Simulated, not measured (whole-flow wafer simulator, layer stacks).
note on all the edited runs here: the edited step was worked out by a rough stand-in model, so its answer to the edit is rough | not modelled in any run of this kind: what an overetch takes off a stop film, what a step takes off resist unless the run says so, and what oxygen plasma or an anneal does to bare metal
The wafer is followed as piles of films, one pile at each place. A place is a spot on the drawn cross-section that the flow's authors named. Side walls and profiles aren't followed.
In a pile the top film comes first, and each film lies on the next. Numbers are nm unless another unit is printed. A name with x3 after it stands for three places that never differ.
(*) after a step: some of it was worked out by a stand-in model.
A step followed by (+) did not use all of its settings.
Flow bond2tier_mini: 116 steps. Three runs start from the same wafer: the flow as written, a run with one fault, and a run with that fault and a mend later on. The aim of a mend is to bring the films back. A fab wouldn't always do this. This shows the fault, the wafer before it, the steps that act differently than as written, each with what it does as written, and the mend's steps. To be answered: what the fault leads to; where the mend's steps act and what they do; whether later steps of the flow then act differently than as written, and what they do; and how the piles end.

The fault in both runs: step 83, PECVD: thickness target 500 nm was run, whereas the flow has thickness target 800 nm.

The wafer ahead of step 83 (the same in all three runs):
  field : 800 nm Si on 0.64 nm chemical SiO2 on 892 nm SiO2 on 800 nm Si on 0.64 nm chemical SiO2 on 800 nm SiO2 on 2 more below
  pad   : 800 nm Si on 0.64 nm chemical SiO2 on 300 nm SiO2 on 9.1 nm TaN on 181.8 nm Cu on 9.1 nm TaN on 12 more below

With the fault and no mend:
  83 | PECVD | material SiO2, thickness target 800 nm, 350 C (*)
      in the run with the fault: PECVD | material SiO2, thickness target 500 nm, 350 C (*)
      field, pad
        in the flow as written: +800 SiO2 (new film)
        in the run with the fault: +500 SiO2 (new film)
  Steps further on in the flow that do not act as written:
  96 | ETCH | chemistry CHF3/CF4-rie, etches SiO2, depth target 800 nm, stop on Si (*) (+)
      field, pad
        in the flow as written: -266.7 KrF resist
        in the run with the fault: -231.5 KrF resist
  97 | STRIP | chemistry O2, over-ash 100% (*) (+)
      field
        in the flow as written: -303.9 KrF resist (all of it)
        in the run with the fault: -339.1 KrF resist (all of it)
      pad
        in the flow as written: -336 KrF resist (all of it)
        in the run with the fault: -371.1 KrF resist (all of it)
  At field, pad, the piles at the end differ from the flow's by more than 2% or 0.5 nm, whichever is larger.
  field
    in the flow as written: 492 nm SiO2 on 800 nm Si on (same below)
    in the run with the fault: 192 nm SiO2 on 800 nm Si on (same below)
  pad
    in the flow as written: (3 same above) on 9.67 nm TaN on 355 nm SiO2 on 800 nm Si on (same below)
    in the run with the fault: (3 same above) on 9.67 nm TaN on 55 nm SiO2 on 800 nm Si on (same below)

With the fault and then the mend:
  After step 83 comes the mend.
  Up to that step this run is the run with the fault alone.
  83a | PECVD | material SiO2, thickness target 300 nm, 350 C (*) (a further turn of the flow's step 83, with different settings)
      field, pad
        +300 SiO2
  Every later step of the flow that is run acts as written at every place that is followed.
  The piles end the same as the flow's at every place that both follow.
